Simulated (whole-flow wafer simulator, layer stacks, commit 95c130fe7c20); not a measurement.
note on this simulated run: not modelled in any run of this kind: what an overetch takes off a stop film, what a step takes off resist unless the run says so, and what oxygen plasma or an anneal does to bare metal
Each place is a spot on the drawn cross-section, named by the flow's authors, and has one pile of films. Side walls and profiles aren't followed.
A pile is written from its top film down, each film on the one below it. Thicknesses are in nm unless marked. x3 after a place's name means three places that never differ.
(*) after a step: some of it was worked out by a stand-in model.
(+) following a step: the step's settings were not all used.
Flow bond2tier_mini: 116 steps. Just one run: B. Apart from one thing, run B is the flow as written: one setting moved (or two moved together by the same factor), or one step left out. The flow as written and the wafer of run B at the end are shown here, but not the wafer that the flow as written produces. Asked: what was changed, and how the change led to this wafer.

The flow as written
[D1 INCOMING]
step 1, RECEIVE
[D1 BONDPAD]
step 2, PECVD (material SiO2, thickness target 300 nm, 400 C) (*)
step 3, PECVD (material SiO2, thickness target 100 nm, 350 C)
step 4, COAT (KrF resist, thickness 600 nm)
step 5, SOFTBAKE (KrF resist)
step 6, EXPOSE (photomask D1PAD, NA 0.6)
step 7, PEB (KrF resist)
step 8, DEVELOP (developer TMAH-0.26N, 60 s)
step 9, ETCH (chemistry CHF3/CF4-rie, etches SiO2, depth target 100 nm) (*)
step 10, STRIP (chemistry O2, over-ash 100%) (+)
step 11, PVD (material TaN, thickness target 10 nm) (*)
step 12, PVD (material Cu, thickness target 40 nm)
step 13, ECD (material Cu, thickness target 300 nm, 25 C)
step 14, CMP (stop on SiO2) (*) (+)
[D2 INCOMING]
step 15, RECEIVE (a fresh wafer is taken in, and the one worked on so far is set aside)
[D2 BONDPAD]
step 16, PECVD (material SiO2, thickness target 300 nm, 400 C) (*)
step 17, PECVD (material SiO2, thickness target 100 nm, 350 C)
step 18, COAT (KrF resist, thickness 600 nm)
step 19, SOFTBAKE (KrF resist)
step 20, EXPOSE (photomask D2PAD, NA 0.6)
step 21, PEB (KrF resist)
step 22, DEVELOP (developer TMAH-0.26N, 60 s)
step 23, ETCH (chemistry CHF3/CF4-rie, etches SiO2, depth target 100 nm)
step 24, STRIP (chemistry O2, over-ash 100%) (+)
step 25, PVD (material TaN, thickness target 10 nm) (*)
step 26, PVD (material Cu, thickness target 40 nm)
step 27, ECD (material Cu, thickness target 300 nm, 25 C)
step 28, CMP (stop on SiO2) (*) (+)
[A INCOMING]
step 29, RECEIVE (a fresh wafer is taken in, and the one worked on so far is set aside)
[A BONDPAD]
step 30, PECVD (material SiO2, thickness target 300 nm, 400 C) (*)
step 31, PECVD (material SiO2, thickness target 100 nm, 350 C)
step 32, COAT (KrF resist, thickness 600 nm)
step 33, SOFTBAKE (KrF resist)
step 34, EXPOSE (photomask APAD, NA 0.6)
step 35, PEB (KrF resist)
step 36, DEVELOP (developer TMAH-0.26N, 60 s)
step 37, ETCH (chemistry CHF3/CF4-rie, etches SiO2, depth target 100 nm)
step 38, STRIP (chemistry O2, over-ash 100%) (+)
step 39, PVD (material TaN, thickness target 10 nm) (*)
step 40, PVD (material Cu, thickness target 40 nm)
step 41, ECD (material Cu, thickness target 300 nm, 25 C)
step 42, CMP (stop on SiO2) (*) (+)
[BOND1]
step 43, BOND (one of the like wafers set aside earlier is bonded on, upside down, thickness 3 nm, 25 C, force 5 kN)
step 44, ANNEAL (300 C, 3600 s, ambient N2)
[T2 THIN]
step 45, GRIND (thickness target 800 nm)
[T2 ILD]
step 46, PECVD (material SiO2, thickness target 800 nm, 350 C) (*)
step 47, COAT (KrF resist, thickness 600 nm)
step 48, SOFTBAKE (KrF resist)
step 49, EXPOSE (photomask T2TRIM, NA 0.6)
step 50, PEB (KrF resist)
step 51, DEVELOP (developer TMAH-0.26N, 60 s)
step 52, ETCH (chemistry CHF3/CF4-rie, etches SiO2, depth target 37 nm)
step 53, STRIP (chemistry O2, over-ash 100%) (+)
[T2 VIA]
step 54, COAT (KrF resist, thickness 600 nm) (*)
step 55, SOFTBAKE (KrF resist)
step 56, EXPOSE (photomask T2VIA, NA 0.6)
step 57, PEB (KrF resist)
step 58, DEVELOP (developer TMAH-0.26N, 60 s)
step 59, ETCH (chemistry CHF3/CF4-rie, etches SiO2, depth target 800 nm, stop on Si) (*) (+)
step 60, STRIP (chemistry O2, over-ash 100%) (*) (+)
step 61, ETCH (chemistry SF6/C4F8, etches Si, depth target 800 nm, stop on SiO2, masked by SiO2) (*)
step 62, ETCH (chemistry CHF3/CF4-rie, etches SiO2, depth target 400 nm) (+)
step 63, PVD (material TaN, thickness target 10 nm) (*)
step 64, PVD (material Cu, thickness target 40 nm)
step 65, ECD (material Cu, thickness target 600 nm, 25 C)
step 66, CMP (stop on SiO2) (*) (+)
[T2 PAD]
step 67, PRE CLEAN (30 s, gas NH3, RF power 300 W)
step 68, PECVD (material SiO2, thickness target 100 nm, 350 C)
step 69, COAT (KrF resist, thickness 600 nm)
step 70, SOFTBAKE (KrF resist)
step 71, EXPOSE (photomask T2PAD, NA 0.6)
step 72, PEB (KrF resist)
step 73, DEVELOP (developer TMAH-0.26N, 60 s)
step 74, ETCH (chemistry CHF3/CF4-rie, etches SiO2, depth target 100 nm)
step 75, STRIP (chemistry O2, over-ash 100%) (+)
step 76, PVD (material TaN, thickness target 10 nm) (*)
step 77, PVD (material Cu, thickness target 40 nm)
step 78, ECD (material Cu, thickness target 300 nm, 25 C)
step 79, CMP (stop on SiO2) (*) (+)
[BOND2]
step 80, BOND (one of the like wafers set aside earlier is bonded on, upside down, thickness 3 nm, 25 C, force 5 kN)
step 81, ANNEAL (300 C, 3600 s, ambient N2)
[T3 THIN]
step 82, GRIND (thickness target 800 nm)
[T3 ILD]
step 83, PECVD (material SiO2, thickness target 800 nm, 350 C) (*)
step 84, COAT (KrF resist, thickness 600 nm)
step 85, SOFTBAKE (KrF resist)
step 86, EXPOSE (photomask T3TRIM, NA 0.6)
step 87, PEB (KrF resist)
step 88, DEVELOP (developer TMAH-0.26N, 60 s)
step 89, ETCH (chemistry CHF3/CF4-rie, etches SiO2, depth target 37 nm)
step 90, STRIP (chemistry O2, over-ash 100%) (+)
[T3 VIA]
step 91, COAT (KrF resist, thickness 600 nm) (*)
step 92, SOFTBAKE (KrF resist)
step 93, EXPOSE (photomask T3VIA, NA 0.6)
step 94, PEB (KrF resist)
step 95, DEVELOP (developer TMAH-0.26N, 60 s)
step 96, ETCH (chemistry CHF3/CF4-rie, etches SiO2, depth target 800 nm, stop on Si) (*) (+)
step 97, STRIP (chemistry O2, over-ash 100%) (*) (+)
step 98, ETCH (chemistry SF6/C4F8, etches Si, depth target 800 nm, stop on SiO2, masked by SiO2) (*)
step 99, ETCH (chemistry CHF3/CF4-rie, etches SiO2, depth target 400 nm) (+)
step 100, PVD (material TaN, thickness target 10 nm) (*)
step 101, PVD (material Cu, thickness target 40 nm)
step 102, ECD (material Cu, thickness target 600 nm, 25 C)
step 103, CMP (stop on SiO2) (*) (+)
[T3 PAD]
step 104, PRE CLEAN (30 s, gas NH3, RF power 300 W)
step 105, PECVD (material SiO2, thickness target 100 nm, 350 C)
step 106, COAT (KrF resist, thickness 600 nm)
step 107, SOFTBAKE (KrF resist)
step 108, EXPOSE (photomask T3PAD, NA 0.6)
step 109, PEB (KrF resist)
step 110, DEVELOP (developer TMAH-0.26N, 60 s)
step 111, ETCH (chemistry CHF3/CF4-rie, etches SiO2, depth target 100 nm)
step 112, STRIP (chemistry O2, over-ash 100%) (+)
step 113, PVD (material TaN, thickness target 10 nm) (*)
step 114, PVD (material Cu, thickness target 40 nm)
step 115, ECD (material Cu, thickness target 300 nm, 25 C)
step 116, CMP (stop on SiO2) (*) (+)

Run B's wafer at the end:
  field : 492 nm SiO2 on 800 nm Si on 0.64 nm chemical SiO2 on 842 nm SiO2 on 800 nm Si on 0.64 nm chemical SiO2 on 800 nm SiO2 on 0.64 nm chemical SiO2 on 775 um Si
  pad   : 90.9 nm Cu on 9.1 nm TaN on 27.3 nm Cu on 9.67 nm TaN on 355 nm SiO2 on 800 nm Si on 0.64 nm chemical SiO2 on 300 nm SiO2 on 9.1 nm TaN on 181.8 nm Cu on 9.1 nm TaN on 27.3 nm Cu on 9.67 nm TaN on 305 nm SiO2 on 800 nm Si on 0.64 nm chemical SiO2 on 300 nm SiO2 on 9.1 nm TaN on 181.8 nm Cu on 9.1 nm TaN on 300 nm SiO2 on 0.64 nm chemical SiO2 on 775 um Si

The reason: step 62, ETCH: depth target 450 nm was run, whereas the flow has depth target 400 nm.

How this came from the change, step by step:
  step 62, ETCH (chemistry CHF3/CF4-rie, etches SiO2, depth target 400 nm) (+)
      field, pad: SiO2 loses 450 (as written it would have been: SiO2 loses 400)
